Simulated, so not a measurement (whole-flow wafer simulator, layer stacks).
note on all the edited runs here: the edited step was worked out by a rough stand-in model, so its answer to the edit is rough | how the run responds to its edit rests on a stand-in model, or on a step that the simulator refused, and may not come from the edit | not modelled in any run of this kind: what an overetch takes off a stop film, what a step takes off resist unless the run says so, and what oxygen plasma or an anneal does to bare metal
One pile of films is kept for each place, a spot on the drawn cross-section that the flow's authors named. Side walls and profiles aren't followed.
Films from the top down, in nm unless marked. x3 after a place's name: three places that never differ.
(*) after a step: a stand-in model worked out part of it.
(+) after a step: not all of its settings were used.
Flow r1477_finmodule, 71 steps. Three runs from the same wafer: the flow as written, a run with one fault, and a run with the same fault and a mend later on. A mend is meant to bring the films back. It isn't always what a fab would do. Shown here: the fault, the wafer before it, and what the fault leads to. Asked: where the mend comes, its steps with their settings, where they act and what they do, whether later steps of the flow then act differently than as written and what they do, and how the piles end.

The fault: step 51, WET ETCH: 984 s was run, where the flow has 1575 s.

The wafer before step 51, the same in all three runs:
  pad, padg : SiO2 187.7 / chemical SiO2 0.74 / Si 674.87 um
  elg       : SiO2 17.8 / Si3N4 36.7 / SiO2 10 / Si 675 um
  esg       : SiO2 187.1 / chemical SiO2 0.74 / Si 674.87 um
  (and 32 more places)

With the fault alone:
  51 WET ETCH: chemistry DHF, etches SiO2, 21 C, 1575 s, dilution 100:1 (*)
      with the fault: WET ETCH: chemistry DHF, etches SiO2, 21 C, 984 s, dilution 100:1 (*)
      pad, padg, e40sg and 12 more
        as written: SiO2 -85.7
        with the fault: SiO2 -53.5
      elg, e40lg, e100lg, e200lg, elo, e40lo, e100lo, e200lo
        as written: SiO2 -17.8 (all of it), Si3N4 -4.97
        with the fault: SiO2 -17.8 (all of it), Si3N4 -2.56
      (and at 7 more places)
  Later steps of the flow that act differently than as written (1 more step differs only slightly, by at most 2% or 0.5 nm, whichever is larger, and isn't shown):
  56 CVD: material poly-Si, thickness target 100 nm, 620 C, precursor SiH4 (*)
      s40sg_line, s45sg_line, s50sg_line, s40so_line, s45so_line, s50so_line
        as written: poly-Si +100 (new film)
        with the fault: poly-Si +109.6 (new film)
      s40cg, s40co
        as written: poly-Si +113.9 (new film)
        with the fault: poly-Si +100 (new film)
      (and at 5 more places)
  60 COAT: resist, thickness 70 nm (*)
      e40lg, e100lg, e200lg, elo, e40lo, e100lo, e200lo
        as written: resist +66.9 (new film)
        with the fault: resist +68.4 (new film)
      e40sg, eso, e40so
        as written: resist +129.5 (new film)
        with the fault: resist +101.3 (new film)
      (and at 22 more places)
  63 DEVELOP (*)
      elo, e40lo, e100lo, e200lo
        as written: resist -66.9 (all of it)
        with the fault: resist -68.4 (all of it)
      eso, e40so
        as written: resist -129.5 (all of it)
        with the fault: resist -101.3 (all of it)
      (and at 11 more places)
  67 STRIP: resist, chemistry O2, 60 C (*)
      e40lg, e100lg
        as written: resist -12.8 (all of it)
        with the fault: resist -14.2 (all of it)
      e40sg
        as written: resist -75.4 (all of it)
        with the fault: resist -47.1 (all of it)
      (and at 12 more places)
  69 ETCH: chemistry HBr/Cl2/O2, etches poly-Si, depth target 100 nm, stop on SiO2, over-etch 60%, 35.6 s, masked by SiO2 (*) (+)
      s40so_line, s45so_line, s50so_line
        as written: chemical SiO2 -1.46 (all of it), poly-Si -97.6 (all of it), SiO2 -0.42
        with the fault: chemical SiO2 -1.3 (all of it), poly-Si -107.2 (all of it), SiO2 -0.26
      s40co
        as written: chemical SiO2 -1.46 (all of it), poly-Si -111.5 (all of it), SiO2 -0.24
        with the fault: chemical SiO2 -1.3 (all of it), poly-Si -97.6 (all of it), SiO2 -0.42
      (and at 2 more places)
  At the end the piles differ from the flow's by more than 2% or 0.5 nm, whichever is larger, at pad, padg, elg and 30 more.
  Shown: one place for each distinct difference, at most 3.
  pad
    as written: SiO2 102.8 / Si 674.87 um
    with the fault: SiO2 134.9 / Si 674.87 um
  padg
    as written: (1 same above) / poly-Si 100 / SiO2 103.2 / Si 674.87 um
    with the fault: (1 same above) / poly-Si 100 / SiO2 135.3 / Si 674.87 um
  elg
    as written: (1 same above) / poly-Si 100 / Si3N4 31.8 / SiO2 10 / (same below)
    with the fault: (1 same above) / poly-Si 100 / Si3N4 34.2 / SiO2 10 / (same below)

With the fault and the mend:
  The mend comes after step 51.
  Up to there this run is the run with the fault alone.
  51a WET ETCH: chemistry DHF, etches SiO2, 21 C, 591 s, dilution 100:1 (*) (the flow's step 51 once more, with other settings)
      pad, padg, e40sg and 12 more
        SiO2 -32.2
      elg, e40lg, e100lg, e200lg, elo, e40lo, e100lo, e200lo
        Si3N4 -2.49
      esg, s40cg, s45cg, s50cg, s40co, s45co, s50co
        SiO2 -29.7
  No later step of the flow acts differently than as written, at any place that is followed, by more than 2% or 0.5 nm, whichever is larger.
  At the end the piles differ from the flow's only slightly at the places that both follow, by at most 2% or 0.5 nm, whichever is larger.
